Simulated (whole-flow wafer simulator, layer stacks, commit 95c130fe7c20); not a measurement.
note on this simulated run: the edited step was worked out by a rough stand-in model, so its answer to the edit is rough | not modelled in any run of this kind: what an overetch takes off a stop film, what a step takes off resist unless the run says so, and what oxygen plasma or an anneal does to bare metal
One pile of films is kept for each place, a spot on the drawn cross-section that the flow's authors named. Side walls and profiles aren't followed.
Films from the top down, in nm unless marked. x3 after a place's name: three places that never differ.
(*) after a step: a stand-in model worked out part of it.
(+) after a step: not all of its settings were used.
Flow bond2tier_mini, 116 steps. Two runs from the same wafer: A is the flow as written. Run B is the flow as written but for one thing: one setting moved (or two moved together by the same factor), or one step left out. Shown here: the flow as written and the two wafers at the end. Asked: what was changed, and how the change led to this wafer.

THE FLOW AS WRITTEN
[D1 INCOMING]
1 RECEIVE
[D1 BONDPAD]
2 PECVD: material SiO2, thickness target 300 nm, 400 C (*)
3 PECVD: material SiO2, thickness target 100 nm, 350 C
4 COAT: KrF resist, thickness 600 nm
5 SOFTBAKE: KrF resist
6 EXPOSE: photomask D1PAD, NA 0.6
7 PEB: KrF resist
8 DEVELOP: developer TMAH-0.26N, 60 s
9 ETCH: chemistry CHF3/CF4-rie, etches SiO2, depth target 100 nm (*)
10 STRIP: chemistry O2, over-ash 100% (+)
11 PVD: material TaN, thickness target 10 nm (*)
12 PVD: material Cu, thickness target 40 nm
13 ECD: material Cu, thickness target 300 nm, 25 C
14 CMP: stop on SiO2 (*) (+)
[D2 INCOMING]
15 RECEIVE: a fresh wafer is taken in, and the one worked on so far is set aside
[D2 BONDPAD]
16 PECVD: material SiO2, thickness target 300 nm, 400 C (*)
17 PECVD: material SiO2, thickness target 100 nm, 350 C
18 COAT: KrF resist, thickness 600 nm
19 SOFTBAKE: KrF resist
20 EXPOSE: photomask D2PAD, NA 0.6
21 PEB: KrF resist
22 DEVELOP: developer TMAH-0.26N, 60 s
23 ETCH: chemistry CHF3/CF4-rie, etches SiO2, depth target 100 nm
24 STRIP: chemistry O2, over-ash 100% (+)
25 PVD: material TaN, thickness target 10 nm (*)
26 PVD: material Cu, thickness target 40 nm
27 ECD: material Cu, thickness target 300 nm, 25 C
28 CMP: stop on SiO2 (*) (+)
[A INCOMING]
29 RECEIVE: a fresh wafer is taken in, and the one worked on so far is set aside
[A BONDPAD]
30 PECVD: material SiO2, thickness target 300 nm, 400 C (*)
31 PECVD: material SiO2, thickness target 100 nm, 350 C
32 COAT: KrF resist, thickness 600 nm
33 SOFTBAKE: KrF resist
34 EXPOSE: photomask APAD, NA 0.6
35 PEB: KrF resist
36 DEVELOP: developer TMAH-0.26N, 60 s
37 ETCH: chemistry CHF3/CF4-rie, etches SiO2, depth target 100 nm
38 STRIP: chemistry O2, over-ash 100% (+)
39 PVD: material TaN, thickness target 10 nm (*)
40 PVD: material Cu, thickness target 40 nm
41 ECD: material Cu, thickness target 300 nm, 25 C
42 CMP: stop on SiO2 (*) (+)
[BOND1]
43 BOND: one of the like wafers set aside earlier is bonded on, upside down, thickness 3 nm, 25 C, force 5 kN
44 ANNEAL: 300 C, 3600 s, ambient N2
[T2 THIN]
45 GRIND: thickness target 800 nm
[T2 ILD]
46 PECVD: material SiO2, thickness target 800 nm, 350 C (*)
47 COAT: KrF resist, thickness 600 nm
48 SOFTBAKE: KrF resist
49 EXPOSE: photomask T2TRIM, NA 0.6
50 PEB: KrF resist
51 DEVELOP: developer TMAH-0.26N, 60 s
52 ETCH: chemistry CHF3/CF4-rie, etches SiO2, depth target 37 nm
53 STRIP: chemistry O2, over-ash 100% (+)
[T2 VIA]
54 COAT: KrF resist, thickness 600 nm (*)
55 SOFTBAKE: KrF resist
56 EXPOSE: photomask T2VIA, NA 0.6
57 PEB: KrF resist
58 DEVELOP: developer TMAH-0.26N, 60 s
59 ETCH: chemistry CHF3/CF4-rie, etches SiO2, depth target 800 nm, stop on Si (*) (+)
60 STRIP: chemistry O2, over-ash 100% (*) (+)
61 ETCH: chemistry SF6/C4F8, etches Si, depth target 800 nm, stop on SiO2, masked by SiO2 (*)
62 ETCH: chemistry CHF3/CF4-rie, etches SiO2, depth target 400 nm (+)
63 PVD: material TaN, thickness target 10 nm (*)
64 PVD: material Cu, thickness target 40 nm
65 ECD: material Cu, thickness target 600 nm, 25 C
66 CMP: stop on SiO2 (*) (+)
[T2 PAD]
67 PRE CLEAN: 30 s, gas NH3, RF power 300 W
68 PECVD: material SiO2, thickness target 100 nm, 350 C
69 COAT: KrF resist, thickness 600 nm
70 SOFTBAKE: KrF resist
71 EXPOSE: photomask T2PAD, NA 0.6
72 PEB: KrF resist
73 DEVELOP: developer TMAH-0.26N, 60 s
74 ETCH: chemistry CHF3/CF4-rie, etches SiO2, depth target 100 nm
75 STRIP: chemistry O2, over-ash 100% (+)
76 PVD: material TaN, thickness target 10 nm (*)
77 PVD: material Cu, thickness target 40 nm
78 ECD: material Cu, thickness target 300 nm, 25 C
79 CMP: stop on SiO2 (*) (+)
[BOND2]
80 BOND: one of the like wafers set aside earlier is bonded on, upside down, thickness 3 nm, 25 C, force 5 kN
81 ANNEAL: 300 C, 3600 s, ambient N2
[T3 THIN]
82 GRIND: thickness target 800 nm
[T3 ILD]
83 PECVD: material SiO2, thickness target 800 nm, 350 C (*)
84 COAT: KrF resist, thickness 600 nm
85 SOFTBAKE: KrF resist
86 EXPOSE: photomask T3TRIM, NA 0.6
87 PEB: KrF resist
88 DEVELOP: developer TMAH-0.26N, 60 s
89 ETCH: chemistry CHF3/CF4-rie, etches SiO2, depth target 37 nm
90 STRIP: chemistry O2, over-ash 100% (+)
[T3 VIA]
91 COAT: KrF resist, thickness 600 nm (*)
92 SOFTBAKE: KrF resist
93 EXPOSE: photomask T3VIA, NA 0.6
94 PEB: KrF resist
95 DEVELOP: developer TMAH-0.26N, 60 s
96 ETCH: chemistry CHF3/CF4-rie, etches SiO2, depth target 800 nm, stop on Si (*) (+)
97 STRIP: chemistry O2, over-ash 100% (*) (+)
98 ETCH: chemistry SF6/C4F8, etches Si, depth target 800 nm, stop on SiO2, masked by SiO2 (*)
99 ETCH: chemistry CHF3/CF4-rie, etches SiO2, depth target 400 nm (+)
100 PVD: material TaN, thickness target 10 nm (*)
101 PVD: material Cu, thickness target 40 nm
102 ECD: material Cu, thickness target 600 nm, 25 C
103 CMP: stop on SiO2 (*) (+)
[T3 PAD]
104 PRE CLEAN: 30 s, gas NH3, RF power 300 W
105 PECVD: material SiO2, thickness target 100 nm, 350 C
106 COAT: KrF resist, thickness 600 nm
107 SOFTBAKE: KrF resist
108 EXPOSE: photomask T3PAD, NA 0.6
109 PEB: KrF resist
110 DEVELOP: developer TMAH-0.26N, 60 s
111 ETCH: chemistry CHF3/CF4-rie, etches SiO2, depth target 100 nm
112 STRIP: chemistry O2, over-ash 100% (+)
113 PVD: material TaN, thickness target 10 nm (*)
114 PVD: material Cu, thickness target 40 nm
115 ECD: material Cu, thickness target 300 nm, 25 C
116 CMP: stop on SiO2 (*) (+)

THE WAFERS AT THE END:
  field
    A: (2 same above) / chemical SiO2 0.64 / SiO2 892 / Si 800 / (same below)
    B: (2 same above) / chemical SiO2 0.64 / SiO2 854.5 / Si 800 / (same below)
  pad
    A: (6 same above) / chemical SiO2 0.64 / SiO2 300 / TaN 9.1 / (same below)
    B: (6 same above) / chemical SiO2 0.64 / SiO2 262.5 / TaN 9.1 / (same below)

The cause: step 16, PECVD: thickness target 262.5 nm was run, where the flow has thickness target 300 nm.
It can be read off the wafer: pad has SiO2 262.5, and step 16 as written asks for 300 nm.

How the change led to this, step by step:
  16 PECVD: material SiO2, thickness target 300 nm, 400 C (*)
      field, pad, via: A SiO2 +300 (new film) | B SiO2 +262.5 (new film)
  80 BOND: one of the like wafers set aside earlier is bonded on, upside down, thickness 3 nm, 25 C, force 5 kN
      field: A Si +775 um (new film), chemical SiO2 +0.64 (new film), SiO2 +400 | B Si +775 um (new film), chemical SiO2 +0.64 (new film), SiO2 +362.5
      pad: A Si +775 um (new film), chemical SiO2 +0.64 (new film), SiO2 +300 (new film), TaN +9.1 (new film), Cu +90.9 | B Si +775 um (new film), chemical SiO2 +0.64 (new film), SiO2 +262.5 (new film), TaN +9.1 (new film), Cu +90.9
